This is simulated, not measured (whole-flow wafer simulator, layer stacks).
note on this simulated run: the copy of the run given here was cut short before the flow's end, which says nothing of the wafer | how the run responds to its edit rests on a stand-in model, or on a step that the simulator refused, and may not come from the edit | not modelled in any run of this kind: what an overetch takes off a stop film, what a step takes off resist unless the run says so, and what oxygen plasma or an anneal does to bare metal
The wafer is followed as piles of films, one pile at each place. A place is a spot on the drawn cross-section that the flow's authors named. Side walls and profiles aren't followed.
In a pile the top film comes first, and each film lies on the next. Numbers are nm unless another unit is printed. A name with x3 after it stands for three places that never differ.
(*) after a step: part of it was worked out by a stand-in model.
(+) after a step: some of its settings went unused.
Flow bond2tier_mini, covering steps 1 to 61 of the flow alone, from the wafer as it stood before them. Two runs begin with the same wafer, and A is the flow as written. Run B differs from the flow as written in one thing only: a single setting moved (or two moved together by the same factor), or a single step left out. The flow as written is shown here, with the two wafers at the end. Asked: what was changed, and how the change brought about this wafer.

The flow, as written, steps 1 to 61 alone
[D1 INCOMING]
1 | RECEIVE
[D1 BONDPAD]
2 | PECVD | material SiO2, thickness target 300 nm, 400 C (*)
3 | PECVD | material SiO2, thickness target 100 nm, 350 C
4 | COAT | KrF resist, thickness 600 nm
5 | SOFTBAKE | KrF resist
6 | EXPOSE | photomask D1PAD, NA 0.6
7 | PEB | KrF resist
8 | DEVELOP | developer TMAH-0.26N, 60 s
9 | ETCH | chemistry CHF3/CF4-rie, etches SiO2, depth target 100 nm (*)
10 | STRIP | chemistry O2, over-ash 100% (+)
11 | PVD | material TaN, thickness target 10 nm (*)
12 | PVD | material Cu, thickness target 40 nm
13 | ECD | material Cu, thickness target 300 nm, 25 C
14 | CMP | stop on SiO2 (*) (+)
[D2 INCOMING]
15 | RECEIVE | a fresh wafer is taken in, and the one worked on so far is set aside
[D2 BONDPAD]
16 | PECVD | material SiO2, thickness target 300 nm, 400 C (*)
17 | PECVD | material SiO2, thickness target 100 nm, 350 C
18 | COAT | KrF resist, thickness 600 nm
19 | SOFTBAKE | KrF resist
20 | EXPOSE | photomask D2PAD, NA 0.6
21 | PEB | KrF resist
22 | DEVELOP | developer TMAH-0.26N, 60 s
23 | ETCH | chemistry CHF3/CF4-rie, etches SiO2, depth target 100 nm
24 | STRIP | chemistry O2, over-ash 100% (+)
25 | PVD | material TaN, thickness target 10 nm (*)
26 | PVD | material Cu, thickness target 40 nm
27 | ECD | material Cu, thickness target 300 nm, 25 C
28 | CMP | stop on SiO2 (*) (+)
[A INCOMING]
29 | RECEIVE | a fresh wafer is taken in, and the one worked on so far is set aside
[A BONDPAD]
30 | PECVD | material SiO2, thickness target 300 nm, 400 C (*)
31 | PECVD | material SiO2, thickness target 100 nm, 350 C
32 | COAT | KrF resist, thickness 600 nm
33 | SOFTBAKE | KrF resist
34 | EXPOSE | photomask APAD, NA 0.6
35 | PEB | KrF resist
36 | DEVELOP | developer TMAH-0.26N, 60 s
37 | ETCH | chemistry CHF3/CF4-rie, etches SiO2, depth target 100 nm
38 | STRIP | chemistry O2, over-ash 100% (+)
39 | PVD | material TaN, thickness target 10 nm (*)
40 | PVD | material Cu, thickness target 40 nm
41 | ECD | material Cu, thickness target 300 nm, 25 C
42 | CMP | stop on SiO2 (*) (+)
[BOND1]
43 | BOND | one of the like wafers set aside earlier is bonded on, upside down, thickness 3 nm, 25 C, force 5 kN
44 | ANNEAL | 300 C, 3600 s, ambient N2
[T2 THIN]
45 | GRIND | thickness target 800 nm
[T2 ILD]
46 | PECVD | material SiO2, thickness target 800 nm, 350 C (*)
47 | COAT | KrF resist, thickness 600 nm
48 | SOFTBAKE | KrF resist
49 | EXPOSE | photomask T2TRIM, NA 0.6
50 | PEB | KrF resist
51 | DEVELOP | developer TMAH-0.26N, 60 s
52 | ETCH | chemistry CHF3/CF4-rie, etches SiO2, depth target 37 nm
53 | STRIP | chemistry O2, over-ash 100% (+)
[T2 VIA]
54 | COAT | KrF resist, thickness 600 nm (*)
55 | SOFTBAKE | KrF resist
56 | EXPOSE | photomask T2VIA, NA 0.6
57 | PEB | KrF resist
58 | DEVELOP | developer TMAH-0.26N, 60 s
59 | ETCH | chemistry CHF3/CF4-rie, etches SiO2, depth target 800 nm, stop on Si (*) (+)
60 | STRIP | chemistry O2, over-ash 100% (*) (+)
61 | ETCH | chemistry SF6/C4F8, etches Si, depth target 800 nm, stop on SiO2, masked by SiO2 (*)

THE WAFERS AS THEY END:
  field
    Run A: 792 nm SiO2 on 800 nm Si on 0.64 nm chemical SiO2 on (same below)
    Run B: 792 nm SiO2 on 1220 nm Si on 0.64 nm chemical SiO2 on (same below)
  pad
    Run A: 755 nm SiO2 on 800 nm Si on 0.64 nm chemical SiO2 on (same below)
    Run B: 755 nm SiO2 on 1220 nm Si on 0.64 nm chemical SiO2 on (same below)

Cause: step 45, GRIND: thickness target 1220 nm was run, whereas the flow has thickness target 800 nm.
The wafer lets one read it off: field has Si 1220, and step 45 as written asks for 800 nm.

Step by step, how the change led to this:
  45 | GRIND | thickness target 800 nm
      field, pad, via: A -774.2 um Si | B -773.78 um Si
